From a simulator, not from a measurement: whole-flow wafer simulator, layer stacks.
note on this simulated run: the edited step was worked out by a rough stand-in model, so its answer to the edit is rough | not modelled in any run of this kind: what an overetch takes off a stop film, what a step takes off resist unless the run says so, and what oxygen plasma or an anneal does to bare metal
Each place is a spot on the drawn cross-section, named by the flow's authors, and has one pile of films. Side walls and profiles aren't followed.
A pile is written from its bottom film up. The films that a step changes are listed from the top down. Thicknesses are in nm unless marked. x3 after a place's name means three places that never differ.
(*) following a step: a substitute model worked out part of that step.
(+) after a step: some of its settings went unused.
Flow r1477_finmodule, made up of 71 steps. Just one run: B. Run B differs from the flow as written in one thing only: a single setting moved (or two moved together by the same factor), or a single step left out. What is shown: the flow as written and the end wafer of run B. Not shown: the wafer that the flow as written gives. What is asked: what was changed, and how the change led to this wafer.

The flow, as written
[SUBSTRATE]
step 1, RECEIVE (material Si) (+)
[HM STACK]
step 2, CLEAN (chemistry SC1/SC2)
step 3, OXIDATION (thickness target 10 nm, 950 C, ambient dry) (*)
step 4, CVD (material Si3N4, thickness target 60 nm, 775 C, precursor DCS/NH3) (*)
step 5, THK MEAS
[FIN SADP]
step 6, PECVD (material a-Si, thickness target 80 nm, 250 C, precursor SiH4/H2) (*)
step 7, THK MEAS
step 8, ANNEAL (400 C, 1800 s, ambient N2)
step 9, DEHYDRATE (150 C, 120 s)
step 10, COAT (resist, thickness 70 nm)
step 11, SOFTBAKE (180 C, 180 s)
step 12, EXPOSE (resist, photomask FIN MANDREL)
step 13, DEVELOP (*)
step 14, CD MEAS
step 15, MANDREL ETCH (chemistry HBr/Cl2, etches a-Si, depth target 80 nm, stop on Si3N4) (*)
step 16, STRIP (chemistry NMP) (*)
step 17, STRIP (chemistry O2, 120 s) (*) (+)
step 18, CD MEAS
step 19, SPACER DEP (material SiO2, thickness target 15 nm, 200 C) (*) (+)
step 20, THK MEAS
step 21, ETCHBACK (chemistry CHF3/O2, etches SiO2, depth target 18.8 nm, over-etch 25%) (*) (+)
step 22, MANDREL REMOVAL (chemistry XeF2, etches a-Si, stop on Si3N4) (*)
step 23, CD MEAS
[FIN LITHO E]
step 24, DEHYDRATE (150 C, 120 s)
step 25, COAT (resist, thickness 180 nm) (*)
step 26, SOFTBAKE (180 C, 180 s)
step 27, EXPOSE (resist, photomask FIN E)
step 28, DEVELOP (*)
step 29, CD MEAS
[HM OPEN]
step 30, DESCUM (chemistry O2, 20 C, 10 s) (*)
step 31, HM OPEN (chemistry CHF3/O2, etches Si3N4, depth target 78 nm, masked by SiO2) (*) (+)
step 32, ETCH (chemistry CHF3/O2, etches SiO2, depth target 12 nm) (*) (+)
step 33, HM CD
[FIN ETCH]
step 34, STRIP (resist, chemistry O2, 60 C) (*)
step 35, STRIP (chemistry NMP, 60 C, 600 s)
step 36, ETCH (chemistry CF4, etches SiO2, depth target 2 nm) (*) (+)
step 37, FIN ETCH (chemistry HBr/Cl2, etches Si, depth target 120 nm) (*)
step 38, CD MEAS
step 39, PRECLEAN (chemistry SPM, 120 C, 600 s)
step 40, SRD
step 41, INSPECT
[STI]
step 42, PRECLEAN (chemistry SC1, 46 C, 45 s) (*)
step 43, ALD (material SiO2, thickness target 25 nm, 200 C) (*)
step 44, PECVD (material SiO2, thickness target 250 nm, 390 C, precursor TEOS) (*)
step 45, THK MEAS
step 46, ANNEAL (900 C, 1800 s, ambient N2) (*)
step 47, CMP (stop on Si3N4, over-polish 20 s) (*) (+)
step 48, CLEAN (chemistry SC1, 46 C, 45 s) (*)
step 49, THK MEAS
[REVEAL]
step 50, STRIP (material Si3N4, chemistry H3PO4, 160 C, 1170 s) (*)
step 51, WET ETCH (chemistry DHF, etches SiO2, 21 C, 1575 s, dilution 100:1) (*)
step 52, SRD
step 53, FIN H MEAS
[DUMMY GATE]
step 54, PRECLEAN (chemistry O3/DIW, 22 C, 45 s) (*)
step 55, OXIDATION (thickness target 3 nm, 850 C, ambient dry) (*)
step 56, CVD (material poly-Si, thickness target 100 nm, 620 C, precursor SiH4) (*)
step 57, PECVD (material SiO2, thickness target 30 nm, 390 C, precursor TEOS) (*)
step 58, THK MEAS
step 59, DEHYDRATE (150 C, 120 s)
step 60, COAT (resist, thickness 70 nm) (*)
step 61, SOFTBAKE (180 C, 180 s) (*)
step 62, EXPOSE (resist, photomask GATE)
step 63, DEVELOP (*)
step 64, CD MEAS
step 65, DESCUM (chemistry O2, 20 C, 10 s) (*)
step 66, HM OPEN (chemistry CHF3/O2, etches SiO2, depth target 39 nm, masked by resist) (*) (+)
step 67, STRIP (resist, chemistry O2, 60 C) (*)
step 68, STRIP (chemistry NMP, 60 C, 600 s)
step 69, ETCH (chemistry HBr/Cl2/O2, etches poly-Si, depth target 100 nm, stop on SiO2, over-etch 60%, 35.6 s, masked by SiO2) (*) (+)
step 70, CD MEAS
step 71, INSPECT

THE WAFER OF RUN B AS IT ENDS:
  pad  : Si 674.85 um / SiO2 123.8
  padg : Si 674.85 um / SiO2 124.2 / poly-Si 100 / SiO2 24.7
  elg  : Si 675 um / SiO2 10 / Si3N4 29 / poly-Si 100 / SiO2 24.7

Cause: step 37, FIN ETCH: depth target 141 nm was run, though the flow has depth target 120 nm.

How this came from the change, step by step:
  step 37, FIN ETCH (chemistry HBr/Cl2, etches Si, depth target 120 nm) (*)
      pad, padg, esg and 19 more: -141 Si (it would be, as written: -120 Si)
      elg, e40lg, e100lg, e200lg, elo, e40lo, e100lo, e200lo: -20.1 Si3N4 (it would be, as written: -17.1 Si3N4)
      (also at 6 further places)
  step 43, ALD (material SiO2, thickness target 25 nm, 200 C) (*)
      s40cg, s45cg, s50cg, s40co, s45co, s50co: +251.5 SiO2 (new film) (it would be, as written: +232.1 SiO2 (new film))
      esg: +212.3 SiO2 (new film) (it would be, as written: +194.3 SiO2 (new film))
  step 47, CMP (stop on Si3N4, over-polish 20 s) (*) (+)
      pad, padg, e40sg and 11 more: -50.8 SiO2 (it would be, as written: -71.8 SiO2)
      eso: -51.4 SiO2 (it would be, as written: -72.4 SiO2)
  step 51, WET ETCH (chemistry DHF, etches SiO2, 21 C, 1575 s, dilution 100:1) (*)
      elg, e40lg, e100lg, e200lg, elo, e40lo, e100lo, e200lo: -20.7 SiO2 (all of it), -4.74 Si3N4 (it would be, as written: -17.8 SiO2 (all of it), -4.97 Si3N4)
  step 60, COAT (resist, thickness 70 nm) (*)
      e40sg, eso, e40so: +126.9 resist (new film) (it would be, as written: +129.5 resist (new film))
      e100sg, e100so: +126.8 resist (new film) (it would be, as written: +129.4 resist (new film))
      (also at 2 further places)
  step 63, DEVELOP (*)
      eso, e40so: -126.9 resist (all of it) (it would be, as written: -129.5 resist (all of it))
      e100so: -126.8 resist (all of it) (it would be, as written: -129.4 resist (all of it))
      (also at 1 further place)
  step 67, STRIP (resist, chemistry O2, 60 C) (*)
      e40sg: -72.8 resist (all of it) (it would be, as written: -75.4 resist (all of it))
      e100sg: -72.7 resist (all of it) (it would be, as written: -75.3 resist (all of it))
      (also at 1 further place)
